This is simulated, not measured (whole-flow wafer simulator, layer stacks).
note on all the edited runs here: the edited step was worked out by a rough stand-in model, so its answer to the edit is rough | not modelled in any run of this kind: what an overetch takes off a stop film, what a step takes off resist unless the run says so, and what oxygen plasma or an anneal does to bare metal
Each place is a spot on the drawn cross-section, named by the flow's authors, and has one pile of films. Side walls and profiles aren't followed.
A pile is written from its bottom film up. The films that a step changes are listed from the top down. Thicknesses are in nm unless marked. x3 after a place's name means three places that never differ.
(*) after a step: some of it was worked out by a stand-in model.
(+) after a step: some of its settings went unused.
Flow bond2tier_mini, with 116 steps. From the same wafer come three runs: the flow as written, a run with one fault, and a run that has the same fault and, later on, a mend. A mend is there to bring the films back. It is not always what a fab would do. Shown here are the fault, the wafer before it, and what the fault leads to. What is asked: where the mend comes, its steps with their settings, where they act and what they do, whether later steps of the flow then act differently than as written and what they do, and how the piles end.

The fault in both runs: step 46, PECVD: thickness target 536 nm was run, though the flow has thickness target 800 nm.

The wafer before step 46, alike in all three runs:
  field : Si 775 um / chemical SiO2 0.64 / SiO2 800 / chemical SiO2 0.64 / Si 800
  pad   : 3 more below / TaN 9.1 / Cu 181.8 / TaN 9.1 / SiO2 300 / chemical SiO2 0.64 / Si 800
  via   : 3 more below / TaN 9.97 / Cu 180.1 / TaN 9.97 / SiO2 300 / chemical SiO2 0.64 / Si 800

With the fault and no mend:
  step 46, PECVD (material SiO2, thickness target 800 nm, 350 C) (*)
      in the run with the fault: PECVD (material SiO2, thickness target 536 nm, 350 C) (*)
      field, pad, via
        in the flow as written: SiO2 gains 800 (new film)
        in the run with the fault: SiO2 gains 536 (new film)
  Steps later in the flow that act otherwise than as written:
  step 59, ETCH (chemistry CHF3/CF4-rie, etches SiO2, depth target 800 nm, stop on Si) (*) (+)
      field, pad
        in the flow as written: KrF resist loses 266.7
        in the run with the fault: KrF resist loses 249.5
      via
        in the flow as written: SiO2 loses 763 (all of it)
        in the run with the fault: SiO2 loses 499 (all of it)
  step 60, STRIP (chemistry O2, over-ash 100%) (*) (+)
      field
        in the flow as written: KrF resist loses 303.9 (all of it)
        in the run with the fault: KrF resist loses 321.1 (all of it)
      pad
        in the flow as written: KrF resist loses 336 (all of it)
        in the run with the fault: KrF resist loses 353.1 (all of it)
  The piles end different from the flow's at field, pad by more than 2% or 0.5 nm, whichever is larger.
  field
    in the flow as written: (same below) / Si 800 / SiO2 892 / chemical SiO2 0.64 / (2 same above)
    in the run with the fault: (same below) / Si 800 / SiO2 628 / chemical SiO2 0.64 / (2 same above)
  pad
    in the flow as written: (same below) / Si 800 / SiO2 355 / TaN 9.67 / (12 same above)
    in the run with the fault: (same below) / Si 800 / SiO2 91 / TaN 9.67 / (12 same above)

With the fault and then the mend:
  The mend stands after step 46.
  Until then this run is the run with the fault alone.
  step 46a, PECVD (material SiO2, thickness target 264 nm, 350 C) (the flow's step 46 again, with other settings)
      field, pad, via
        SiO2 gains 264
  None of the later steps of the flow acts differently than as written at any place that is followed.
  By the end, the piles equal the flow's at every place that both follow.
